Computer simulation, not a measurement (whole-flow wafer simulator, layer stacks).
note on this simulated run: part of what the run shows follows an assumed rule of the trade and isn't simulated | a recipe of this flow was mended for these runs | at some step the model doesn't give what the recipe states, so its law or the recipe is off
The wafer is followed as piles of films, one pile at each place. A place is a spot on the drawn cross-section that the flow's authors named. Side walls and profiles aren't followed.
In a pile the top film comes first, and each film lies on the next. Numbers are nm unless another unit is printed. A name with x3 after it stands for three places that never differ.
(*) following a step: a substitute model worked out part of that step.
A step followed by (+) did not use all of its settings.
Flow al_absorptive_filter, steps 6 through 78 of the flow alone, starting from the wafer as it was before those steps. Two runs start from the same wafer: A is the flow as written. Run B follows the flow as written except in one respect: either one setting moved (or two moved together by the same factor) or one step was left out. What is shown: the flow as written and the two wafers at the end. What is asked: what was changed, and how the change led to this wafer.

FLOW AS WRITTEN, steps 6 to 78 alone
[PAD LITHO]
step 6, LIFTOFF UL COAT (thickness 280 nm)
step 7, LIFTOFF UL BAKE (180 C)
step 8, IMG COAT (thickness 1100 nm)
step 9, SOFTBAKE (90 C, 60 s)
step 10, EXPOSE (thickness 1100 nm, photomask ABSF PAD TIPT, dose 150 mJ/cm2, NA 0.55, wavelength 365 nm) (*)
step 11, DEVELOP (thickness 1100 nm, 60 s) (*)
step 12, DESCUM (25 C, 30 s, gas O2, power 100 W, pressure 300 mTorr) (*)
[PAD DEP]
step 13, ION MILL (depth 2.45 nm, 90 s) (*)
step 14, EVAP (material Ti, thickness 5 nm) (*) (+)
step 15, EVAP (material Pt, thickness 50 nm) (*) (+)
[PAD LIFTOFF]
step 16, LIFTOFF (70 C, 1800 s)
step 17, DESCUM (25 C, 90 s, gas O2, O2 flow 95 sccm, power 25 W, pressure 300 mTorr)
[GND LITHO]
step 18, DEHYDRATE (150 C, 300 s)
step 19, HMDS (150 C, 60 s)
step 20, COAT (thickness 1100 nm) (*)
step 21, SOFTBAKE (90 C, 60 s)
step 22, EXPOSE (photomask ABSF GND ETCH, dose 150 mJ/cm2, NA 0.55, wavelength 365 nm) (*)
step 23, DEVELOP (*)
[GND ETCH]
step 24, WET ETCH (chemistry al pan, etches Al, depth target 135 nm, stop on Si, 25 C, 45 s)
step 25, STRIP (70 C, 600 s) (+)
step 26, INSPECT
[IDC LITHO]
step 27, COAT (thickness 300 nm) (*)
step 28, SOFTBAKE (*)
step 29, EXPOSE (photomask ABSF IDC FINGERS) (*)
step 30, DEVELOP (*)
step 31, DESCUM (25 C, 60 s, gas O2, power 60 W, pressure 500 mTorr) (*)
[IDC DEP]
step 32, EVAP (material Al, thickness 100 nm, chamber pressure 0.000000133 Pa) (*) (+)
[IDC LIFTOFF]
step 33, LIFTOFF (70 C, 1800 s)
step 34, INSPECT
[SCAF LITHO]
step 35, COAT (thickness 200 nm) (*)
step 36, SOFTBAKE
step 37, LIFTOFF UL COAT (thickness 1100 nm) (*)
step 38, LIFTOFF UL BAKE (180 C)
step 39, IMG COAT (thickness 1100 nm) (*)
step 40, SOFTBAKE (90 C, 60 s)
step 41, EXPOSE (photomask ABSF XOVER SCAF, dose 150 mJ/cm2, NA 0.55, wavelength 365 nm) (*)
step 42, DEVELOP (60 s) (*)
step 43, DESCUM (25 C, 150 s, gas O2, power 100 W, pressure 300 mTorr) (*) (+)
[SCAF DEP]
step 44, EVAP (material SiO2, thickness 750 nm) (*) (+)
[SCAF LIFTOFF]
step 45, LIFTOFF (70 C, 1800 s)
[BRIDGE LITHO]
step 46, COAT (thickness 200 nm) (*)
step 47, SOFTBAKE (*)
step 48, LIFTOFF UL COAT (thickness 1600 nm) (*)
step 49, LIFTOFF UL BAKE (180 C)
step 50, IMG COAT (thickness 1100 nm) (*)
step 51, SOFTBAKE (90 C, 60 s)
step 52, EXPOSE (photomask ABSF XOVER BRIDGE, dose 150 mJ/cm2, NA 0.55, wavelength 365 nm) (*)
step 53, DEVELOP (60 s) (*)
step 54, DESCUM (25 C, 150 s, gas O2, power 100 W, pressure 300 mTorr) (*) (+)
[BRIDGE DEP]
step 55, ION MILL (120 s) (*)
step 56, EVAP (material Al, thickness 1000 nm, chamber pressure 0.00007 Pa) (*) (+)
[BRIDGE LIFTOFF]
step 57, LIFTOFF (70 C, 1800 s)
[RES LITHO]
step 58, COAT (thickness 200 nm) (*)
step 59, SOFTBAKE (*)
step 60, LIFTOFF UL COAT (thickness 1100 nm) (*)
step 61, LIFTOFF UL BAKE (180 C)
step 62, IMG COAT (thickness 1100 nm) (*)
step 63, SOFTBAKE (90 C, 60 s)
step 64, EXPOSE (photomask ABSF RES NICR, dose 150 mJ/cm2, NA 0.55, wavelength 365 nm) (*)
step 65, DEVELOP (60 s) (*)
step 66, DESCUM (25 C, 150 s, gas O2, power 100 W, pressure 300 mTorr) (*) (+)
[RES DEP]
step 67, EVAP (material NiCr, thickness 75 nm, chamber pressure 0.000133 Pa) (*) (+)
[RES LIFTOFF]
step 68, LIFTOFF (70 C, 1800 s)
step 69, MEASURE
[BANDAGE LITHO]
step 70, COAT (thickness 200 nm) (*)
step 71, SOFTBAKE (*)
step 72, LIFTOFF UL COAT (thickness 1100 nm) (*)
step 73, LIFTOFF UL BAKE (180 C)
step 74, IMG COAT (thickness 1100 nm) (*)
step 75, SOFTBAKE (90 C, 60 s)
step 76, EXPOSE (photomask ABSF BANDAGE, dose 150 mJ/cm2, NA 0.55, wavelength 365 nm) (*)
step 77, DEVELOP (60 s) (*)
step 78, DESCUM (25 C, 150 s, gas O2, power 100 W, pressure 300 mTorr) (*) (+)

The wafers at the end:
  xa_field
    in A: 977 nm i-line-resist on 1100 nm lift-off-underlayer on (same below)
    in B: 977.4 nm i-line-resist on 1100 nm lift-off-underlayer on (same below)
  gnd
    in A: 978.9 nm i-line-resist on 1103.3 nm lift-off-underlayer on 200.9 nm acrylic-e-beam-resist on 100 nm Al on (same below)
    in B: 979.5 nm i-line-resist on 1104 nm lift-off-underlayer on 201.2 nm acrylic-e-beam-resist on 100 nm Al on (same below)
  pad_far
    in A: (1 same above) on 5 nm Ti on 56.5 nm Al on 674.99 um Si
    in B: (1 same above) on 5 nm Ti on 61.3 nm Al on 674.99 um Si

The reason: step 11, DEVELOP: 45.6 s was run, though the flow has 60 s.

Step by step, how the change led to this:
  step 11, DEVELOP (thickness 1100 nm, 60 s) (*)
      pad_far, pad_near: A i-line-resist loses 1100 (all of it), lift-off-underlayer loses 280 (all of it), Al loses 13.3 | B i-line-resist loses 1100 (all of it), lift-off-underlayer loses 280 (all of it), Al loses 8.53
